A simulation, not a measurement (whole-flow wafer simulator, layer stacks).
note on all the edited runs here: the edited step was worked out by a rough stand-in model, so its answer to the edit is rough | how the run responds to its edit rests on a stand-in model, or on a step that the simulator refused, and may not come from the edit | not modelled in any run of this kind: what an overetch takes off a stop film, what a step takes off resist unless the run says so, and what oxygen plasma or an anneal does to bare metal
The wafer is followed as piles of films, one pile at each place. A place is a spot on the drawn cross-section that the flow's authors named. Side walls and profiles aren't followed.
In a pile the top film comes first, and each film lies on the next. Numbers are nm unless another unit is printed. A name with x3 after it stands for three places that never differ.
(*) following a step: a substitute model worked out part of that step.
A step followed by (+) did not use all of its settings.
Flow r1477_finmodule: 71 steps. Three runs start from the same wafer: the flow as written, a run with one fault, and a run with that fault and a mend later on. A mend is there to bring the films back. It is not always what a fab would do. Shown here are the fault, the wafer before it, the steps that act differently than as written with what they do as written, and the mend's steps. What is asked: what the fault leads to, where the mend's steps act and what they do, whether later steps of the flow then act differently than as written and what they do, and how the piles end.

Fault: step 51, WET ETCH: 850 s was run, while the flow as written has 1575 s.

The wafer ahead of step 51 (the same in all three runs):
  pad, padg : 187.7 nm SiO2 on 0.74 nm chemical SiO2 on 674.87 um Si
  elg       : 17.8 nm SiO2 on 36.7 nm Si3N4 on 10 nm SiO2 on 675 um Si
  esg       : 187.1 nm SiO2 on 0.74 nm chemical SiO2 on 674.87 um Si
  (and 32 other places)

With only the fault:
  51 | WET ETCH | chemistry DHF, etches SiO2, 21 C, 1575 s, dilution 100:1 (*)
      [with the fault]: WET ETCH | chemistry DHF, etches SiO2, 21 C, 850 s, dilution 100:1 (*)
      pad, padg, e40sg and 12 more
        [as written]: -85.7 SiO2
        [with the fault]: -46.2 SiO2
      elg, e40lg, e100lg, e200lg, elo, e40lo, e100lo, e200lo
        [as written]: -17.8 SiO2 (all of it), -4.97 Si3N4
        [with the fault]: -17.8 SiO2 (all of it), -2.02 Si3N4
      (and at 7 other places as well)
  Steps further on in the flow that do not act as written (1 other step is not shown; it differs only slightly, by no more than 2% or 0.5 nm, whichever is larger):
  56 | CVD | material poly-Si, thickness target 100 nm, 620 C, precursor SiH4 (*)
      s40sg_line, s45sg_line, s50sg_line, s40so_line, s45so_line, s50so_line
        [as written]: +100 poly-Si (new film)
        [with the fault]: +116.9 poly-Si (new film)
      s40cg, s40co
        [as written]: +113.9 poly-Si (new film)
        [with the fault]: +100 poly-Si (new film)
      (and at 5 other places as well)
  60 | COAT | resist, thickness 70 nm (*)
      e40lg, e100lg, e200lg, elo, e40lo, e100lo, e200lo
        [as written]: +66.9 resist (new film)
        [with the fault]: +68.7 resist (new film)
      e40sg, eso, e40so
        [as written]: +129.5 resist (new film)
        [with the fault]: +94.9 resist (new film)
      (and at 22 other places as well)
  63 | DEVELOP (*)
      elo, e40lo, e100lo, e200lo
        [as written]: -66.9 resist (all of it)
        [with the fault]: -68.7 resist (all of it)
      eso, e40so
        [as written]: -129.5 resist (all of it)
        [with the fault]: -94.9 resist (all of it)
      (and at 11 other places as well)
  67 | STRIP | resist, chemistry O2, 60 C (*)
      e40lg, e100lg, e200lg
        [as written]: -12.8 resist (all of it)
        [with the fault]: -14.6 resist (all of it)
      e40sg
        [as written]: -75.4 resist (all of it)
        [with the fault]: -40.7 resist (all of it)
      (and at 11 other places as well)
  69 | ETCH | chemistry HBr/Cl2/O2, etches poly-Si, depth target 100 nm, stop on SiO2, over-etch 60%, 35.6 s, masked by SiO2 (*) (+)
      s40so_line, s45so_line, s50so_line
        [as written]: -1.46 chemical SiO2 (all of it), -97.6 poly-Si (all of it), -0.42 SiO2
        [with the fault]: -1.25 chemical SiO2 (all of it), -114.5 poly-Si (all of it), -0.23 SiO2
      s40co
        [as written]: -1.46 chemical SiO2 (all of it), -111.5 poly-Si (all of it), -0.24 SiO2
        [with the fault]: -1.25 chemical SiO2 (all of it), -97.6 poly-Si (all of it), -0.42 SiO2
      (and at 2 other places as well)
  At pad, padg, elg and 30 more, the piles at the end differ from the flow's by more than 2% or 0.5 nm, whichever is larger.
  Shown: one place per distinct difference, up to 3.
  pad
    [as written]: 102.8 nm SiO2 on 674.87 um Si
    [with the fault]: 142.2 nm SiO2 on 674.87 um Si
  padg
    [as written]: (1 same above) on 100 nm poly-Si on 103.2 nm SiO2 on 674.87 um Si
    [with the fault]: (1 same above) on 100 nm poly-Si on 142.6 nm SiO2 on 674.87 um Si
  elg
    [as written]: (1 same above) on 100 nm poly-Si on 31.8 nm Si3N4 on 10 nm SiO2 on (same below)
    [with the fault]: (1 same above) on 100 nm poly-Si on 34.7 nm Si3N4 on 10 nm SiO2 on (same below)

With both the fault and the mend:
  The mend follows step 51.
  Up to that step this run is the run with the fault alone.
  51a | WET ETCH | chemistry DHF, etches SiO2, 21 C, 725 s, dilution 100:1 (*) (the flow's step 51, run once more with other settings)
      pad, padg, e40sg and 12 more
        -39.4 SiO2
      elg, e40lg, e100lg, e200lg, elo, e40lo, e100lo, e200lo
        -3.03 Si3N4
      esg, s40cg, s45cg, s50cg, s40co, s45co, s50co
        -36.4 SiO2
  Every later step of the flow that is run acts as written, at every place that is followed, to within 2% or 0.5 nm, whichever is larger.
  The piles end only slightly different from the flow's at the places that both follow, by no more than 2% or 0.5 nm, whichever is larger.
